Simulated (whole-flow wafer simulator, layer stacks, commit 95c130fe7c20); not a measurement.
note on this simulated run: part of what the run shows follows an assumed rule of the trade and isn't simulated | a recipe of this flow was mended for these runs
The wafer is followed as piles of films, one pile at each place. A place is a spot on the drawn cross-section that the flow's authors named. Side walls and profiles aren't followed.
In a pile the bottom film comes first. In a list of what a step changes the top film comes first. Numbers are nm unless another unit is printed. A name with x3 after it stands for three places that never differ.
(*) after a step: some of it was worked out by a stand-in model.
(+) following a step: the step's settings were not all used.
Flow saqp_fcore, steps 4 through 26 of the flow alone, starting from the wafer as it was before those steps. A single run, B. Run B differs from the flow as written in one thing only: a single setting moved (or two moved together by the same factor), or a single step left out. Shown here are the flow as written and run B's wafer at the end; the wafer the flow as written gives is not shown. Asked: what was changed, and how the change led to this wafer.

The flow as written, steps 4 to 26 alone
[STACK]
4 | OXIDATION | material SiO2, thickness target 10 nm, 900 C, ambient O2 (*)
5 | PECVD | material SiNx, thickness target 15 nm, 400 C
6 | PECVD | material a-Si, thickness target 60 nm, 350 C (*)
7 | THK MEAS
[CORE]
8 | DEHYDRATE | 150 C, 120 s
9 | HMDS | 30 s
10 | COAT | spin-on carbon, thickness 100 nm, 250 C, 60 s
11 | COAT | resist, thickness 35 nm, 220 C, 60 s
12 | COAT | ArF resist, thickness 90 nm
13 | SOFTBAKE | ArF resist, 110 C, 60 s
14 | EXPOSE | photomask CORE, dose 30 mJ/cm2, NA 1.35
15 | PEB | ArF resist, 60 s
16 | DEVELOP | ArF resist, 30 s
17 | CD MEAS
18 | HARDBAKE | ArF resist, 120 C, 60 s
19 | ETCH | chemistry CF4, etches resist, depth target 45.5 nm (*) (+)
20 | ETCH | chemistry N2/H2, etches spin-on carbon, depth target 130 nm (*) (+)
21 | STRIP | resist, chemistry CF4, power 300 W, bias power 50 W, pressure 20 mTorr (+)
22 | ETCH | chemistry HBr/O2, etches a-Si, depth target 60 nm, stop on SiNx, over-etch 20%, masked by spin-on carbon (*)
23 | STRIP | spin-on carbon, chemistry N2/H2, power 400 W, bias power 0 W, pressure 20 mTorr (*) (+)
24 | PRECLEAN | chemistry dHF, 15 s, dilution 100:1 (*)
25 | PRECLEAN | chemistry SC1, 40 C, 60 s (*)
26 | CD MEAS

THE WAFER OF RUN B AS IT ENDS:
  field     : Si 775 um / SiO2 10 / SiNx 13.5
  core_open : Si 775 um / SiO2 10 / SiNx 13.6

Cause: step 22, ETCH: depth target 34.2 nm was run, though the flow has depth target 60 nm.

Step by step, how the change led to this:
  22 | ETCH | chemistry HBr/O2, etches a-Si, depth target 60 nm, stop on SiNx, over-etch 20%, masked by spin-on carbon (*)
      field: a-Si loses 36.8 (all of it), SiNx loses 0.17 (in the flow as written it would be: a-Si loses 36.8 (all of it), SiNx loses 1.41)
      core_open: a-Si loses 39.4 (all of it), SiNx loses 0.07 (in the flow as written it would be: a-Si loses 39.4 (all of it), SiNx loses 1.3)
      (also at 1 further place)
